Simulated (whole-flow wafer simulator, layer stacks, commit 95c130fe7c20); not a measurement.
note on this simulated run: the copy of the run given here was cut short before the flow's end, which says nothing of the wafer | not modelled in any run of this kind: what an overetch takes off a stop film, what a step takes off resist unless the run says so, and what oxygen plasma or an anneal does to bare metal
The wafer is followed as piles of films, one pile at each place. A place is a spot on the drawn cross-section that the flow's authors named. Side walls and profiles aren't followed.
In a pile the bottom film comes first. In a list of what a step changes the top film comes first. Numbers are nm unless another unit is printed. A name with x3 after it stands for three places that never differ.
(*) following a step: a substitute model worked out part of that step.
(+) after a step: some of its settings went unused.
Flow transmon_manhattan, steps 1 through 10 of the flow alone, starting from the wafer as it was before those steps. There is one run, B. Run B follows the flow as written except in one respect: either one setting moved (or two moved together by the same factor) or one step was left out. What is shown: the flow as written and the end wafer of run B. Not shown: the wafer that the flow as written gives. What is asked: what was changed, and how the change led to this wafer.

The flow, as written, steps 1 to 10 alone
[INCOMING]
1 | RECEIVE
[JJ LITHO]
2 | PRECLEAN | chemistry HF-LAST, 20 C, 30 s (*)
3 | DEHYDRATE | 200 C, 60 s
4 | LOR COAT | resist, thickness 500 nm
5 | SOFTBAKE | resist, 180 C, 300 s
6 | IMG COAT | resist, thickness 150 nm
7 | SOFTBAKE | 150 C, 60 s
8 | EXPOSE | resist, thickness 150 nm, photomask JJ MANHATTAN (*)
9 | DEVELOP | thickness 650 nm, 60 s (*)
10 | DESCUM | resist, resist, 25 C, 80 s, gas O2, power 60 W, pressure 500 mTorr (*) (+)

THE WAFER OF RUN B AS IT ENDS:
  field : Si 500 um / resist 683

Cause: step 6, IMG COAT: thickness 195 nm was run, while the flow as written has thickness 150 nm.

The path from the change to this, step by step:
  6 | IMG COAT | resist, thickness 150 nm
      field, chan_a x2: resist gains 195 (as written it would have been: resist gains 150)
  9 | DEVELOP | thickness 650 nm, 60 s (*)
      chan_a x2: resist loses 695 (all of it) (as written it would have been: resist loses 650 (all of it))
